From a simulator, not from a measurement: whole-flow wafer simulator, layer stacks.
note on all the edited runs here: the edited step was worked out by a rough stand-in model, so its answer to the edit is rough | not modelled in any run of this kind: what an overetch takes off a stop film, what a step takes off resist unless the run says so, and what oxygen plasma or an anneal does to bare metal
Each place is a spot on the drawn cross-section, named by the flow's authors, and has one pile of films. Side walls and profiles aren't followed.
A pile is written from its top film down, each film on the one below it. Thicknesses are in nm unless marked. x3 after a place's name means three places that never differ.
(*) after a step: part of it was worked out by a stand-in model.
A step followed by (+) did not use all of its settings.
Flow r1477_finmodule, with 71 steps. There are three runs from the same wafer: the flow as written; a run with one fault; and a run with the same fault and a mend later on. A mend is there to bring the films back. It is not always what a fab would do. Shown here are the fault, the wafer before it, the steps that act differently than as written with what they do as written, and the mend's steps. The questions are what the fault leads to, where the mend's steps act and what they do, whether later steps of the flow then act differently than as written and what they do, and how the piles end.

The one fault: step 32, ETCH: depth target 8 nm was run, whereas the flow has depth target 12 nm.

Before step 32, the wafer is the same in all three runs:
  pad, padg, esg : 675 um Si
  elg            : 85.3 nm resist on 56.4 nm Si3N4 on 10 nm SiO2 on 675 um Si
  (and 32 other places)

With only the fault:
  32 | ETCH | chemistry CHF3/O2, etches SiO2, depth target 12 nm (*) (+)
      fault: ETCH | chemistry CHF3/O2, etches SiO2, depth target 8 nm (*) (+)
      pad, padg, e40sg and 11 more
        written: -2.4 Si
        fault: -1.6 Si
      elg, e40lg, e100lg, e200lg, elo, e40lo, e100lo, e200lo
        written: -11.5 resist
        fault: -7.67 resist
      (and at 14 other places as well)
  Later steps of the flow acting differently than as written (3 more steps, not shown, differ only slightly: by at most 2% or 0.5 nm, whichever is larger):
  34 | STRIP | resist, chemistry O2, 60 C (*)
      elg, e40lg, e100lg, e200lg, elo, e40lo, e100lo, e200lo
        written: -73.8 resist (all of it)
        fault: -77.6 resist (all of it)
  When the end is reached, the piles differ only a little from the flow's at the places that both follow, at most by 2% or 0.5 nm, whichever is larger.

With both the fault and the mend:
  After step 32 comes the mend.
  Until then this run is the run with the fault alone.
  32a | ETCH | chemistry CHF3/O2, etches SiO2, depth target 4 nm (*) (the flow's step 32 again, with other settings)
      pad, padg, e40sg and 11 more
        -0.8 Si
      elg, e40lg, e100lg, e200lg, elo, e40lo, e100lo, e200lo
        -3.83 resist
      s40sg_line, s45sg_line, s50sg_line, s40so_line, s45so_line, s50so_line
        -4 SiO2
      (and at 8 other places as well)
  None of the later steps of the flow differs from how it acts as written, at any place that is followed, by more than 2% or 0.5 nm, whichever is larger.
  When the end is reached, the piles differ only a little from the flow's at the places that both follow, at most by 2% or 0.5 nm, whichever is larger.
